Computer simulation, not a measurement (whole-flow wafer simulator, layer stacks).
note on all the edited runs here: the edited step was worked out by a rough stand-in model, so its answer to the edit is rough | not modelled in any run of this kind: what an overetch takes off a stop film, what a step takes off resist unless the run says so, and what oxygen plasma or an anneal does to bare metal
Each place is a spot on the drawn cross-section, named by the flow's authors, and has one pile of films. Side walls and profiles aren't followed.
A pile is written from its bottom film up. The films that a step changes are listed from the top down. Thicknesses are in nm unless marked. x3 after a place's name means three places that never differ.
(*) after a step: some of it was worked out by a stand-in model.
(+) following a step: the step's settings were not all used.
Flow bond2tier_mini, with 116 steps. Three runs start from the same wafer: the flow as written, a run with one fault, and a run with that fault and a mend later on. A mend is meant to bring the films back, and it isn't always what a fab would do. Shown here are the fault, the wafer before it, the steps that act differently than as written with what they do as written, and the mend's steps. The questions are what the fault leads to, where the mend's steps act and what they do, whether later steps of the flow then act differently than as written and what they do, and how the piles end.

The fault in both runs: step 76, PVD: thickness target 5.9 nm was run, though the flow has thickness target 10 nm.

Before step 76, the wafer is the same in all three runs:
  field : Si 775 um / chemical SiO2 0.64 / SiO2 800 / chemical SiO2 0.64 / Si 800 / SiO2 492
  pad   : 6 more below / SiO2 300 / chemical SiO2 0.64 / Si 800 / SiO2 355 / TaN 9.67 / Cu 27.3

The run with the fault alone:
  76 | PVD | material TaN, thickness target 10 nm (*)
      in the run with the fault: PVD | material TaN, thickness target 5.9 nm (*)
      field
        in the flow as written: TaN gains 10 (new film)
        in the run with the fault: TaN gains 5.9 (new film)
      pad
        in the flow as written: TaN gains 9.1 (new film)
        in the run with the fault: TaN gains 5.37 (new film)
  Steps further on in the flow that do not act as written (1 more step, not shown, differs only slightly: by at most 2% or 0.5 nm, whichever is larger):
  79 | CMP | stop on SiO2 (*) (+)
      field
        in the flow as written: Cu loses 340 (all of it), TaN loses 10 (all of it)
        in the run with the fault: Cu loses 340 (all of it), TaN loses 5.9 (all of it)
  At pad, the piles at the end differ from the flow's by more than 2% or 0.5 nm, whichever is larger.
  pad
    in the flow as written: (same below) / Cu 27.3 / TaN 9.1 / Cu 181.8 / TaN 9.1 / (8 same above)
    in the run with the fault: (same below) / Cu 27.3 / TaN 5.37 / Cu 185.5 / TaN 9.1 / (8 same above)

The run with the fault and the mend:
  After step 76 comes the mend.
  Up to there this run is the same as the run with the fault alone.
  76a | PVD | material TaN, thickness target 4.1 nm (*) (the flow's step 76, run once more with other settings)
      field
        TaN gains 4.1
      pad
        TaN gains 3.73
  Every later step of the flow that is run acts as written at every place that is followed.
  At every place that both follow, the piles at the end match the flow's.
